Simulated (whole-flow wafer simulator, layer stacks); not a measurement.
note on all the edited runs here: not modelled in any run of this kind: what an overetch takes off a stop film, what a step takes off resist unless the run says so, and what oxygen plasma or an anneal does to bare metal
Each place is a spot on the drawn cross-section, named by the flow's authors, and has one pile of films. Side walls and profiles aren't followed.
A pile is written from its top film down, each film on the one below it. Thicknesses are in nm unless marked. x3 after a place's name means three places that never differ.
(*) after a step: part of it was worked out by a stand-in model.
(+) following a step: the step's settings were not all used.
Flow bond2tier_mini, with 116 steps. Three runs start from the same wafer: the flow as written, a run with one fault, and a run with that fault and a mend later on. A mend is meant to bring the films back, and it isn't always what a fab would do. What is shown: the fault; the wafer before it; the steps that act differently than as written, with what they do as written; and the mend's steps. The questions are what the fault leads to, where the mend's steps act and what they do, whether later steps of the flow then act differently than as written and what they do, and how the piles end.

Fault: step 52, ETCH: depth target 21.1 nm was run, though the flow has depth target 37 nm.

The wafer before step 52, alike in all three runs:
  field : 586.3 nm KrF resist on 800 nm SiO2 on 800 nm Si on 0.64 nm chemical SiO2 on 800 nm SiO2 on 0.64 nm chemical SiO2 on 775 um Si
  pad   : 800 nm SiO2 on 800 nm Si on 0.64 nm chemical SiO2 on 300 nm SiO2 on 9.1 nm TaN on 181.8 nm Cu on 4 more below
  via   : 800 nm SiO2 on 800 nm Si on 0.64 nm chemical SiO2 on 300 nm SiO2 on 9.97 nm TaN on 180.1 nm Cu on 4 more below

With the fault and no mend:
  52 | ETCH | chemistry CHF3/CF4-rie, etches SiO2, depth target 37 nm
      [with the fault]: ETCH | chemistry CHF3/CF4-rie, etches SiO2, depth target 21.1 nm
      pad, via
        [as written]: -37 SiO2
        [with the fault]: -21.1 SiO2
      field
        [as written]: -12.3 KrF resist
        [with the fault]: -7.03 KrF resist
  Steps later in the flow that act otherwise than as written (not shown: 5 more steps that differ only slightly, by at most 2% or 0.5 nm, whichever is larger):
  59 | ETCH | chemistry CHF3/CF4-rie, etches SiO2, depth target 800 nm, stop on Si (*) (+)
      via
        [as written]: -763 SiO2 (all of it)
        [with the fault]: -778.9 SiO2 (all of it)
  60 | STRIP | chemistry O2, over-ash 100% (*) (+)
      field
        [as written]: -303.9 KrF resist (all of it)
        [with the fault]: -310.6 KrF resist (all of it)
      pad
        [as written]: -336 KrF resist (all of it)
        [with the fault]: -328.9 KrF resist (all of it)
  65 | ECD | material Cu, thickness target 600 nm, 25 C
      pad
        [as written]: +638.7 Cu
        [with the fault]: +622 Cu
  By the end, the piles at pad depart from the flow's by more than 2% or 0.5 nm, whichever is larger.
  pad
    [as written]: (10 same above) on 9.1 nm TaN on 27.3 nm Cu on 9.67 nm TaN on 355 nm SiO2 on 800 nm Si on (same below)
    [with the fault]: (10 same above) on 9.1 nm TaN on 11.3 nm Cu on 9.81 nm TaN on 370.9 nm SiO2 on 800 nm Si on (same below)

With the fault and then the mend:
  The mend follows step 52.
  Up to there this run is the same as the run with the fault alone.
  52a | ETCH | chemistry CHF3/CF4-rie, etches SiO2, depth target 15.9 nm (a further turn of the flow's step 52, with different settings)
      pad, via
        -15.9 SiO2
      field
        -5.3 KrF resist
  None of the later steps of the flow acts differently than as written at any place that is followed.
  At every place that both follow, the piles at the end match the flow's.
